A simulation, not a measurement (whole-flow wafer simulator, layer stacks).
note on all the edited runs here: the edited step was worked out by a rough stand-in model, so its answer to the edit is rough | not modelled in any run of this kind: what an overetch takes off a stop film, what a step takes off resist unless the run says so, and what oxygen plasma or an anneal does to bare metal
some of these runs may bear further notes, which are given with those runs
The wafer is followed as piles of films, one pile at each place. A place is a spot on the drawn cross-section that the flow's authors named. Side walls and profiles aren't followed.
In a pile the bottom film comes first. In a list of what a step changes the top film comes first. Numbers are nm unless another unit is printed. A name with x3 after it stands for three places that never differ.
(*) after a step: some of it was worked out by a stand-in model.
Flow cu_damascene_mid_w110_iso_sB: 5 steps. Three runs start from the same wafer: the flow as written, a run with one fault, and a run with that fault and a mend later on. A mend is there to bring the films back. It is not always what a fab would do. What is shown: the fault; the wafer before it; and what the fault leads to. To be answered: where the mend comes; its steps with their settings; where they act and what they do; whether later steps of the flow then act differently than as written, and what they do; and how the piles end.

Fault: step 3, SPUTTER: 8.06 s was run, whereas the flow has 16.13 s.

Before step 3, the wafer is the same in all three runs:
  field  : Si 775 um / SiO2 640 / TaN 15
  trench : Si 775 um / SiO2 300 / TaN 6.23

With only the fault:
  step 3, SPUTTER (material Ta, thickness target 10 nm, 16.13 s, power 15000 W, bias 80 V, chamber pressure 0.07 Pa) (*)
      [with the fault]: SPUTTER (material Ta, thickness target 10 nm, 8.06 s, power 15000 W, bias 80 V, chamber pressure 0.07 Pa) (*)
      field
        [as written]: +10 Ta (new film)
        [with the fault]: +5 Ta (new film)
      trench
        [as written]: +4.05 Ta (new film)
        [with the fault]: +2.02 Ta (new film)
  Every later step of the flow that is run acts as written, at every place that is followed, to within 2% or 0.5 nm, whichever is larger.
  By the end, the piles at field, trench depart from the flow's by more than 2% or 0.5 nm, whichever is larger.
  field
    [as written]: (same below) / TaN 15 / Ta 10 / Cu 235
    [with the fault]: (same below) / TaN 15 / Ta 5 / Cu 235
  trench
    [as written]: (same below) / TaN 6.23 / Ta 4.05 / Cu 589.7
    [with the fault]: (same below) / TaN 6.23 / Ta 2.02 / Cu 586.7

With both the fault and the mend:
  The mend stands after step 3.
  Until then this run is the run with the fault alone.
  step 3a, SPUTTER (material Ta, thickness target 10 nm, 8.07 s, power 15000 W, bias 80 V, chamber pressure 0.07 Pa) (*) (the flow's step 3, run once more with other settings)
      field
        +5 Ta
      trench
        +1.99 Ta
  Every later step of the flow that is run acts as written at every place that is followed.
  The piles end only slightly different from the flow's at the places that both follow, by no more than 2% or 0.5 nm, whichever is larger.
